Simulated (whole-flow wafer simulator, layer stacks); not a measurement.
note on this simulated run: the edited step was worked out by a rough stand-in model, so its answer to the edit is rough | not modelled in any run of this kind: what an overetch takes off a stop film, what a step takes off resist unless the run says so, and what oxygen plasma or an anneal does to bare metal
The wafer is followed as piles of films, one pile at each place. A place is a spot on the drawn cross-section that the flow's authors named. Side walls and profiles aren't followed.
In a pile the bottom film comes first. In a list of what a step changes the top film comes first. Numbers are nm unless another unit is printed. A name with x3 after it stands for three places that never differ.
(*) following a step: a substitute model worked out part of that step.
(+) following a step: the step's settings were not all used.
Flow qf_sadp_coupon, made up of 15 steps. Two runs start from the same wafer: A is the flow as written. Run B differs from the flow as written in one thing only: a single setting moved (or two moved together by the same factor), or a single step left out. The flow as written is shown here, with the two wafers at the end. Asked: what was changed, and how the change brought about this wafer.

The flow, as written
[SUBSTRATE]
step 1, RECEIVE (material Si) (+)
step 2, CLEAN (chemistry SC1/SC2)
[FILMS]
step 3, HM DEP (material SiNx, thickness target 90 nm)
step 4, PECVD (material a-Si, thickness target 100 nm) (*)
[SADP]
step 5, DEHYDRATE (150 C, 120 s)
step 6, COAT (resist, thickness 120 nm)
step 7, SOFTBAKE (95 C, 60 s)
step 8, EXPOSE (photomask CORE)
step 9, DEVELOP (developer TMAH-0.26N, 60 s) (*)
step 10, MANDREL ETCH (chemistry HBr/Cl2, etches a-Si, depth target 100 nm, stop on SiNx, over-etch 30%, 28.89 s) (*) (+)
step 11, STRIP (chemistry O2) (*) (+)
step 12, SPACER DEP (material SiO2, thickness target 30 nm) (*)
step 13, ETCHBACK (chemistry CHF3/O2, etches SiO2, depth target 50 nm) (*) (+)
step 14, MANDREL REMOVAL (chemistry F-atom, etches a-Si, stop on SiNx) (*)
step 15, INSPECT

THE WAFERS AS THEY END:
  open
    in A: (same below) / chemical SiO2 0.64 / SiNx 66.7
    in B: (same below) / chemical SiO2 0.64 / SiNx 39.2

Cause: step 13, ETCHBACK: depth target 78.8 nm was run, though the flow has depth target 50 nm.

Step by step, how the change led to this:
  step 13, ETCHBACK (chemistry CHF3/O2, etches SiO2, depth target 50 nm) (*) (+)
      m: A SiO2 loses 30 (all of it), chemical SiO2 loses 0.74 (all of it), a-Si loses 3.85 | B SiO2 loses 30 (all of it), chemical SiO2 loses 0.74 (all of it), a-Si loses 9.61
      open: A SiO2 loses 30 (all of it), SiNx loses 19 | B SiO2 loses 30 (all of it), SiNx loses 46.5
  step 14, MANDREL REMOVAL (chemistry F-atom, etches a-Si, stop on SiNx) (*)
      m: A a-Si loses 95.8 (all of it) | B a-Si loses 90.1 (all of it)
